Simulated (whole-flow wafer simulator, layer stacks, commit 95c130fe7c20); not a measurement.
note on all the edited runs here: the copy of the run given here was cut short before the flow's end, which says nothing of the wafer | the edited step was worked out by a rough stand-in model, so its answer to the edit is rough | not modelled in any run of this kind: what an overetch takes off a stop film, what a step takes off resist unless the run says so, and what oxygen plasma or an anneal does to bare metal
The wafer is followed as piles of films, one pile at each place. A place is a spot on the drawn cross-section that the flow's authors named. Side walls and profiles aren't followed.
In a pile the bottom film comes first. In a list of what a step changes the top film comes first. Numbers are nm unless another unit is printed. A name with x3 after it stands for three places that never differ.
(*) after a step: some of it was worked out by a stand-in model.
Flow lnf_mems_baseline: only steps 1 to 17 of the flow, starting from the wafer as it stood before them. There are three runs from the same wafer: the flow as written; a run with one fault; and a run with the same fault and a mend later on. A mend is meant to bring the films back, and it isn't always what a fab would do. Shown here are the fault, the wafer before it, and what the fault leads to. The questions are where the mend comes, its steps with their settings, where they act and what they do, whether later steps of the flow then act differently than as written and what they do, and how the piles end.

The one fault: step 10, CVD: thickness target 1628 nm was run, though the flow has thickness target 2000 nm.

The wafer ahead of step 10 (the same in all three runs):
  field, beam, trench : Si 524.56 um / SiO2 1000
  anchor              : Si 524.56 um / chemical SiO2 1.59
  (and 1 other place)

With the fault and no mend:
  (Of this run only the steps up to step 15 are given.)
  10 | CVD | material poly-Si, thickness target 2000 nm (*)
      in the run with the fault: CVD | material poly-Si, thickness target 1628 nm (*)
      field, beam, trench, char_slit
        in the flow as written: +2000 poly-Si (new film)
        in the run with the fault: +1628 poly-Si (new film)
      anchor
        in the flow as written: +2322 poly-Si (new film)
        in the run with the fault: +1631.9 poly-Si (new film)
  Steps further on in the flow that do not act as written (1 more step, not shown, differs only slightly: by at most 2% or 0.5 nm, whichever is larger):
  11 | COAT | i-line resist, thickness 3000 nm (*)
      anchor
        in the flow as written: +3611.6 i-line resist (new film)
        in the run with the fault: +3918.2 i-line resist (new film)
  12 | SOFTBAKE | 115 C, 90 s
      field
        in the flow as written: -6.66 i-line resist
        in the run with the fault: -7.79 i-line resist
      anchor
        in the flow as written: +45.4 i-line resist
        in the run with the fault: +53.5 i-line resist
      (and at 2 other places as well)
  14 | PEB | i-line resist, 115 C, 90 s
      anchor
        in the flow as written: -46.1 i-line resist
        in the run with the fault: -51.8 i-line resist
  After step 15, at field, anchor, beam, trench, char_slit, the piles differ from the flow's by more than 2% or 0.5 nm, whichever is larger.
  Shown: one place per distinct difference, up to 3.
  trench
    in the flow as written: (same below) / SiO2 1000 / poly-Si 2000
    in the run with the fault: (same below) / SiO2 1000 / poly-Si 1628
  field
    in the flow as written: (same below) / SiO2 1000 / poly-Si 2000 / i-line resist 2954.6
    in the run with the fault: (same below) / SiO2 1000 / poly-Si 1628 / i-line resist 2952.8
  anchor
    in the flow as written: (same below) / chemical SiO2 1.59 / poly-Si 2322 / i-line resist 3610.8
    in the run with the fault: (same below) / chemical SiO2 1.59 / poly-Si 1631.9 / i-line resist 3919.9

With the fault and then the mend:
  The mend follows step 10.
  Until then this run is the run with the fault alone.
  10a | ETCH | chemistry tmah, depth target 2099 nm
      field, beam, trench, char_slit
        -1628 poly-Si (all of it)
      anchor
        -1631.9 poly-Si (all of it)
  10b | CLEAN | chemistry SC1/SC2 (a further turn of the flow's step 1)
      leaves every film unchanged at each place that is followed
  10c | CVD | material poly-Si, thickness target 2000 nm (*) (a further turn of the flow's step 10)
      field, beam, trench, char_slit
        +2000 poly-Si (new film)
      anchor
        +2322 poly-Si (new film)
  Later steps of the flow that are run all act as written at every place that is followed.
  The piles end the same as the flow's at every place that both follow.
